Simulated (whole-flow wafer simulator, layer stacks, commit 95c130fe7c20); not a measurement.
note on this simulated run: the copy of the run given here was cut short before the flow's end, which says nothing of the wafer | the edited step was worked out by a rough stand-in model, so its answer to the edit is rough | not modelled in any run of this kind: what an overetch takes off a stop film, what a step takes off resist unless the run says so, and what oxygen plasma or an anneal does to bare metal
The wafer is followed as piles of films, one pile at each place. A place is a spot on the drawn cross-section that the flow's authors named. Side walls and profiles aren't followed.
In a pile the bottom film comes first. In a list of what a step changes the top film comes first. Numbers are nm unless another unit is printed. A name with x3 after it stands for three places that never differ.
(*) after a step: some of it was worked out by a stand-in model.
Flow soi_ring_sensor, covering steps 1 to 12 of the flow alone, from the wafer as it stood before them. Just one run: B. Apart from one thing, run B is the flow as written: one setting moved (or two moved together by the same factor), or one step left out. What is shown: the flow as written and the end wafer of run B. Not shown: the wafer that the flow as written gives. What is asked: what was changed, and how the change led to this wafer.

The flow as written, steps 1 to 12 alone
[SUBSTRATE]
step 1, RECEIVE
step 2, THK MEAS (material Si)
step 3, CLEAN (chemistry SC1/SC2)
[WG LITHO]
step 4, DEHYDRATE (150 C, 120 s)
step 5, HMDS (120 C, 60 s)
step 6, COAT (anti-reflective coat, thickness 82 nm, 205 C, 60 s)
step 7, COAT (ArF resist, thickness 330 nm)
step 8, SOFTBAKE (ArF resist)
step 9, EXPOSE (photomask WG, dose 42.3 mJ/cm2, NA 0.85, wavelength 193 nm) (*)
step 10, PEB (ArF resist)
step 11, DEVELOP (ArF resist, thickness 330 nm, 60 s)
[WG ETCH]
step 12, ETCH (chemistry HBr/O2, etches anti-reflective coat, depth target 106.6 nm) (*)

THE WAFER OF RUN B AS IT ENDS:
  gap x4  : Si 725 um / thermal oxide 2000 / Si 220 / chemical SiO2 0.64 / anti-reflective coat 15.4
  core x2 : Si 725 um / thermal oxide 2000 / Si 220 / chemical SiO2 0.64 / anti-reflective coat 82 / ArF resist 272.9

What caused this: step 12, ETCH: depth target 66.6 nm was run, though the flow has depth target 106.6 nm.

The path from the change to this, step by step:
  step 12, ETCH (chemistry HBr/O2, etches anti-reflective coat, depth target 106.6 nm) (*)
      gap x4: anti-reflective coat loses 66.6 (in the flow as written it would be: anti-reflective coat loses 82 (all of it), chemical SiO2 loses 0.64 (all of it))
      core x2: ArF resist loses 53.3 (in the flow as written it would be: ArF resist loses 85.3)
